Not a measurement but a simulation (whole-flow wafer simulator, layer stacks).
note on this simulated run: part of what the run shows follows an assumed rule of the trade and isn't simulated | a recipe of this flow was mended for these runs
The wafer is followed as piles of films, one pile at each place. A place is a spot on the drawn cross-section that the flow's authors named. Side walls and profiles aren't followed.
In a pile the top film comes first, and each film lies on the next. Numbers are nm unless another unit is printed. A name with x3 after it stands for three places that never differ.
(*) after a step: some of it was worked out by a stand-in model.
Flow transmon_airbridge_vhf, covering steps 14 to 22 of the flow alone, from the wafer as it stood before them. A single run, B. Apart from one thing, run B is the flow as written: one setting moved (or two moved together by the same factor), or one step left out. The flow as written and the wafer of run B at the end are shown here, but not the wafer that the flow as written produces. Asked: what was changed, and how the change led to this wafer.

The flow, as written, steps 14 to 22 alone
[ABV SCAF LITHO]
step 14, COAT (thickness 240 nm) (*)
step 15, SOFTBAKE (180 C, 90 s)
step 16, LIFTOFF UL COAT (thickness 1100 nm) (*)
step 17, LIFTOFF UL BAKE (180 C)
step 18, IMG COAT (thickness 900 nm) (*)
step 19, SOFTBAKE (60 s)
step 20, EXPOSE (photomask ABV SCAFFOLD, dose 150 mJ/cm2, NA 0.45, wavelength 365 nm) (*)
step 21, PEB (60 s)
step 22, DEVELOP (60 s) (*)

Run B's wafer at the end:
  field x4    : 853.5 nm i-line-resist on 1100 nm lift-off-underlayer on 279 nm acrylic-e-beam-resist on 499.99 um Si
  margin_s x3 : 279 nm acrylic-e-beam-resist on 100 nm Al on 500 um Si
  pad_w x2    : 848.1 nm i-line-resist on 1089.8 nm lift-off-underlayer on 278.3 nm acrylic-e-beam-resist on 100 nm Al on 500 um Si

The reason: step 14, COAT: thickness 279 nm was run, while the flow as written has thickness 240 nm.
The wafer itself shows it: field x4 has acrylic-e-beam-resist 279, and step 14 as written asks for 240 nm.

The path from the change to this, step by step:
  step 14, COAT (thickness 240 nm) (*)
      field x4, trace_open_s x2, margin_s x3: acrylic-e-beam-resist gains 279 (new film) (as written it would have been: acrylic-e-beam-resist gains 240 (new film))
      pad_w x2: acrylic-e-beam-resist gains 278.3 (new film) (as written it would have been: acrylic-e-beam-resist gains 239.3 (new film))
      (as well as at 6 more places)
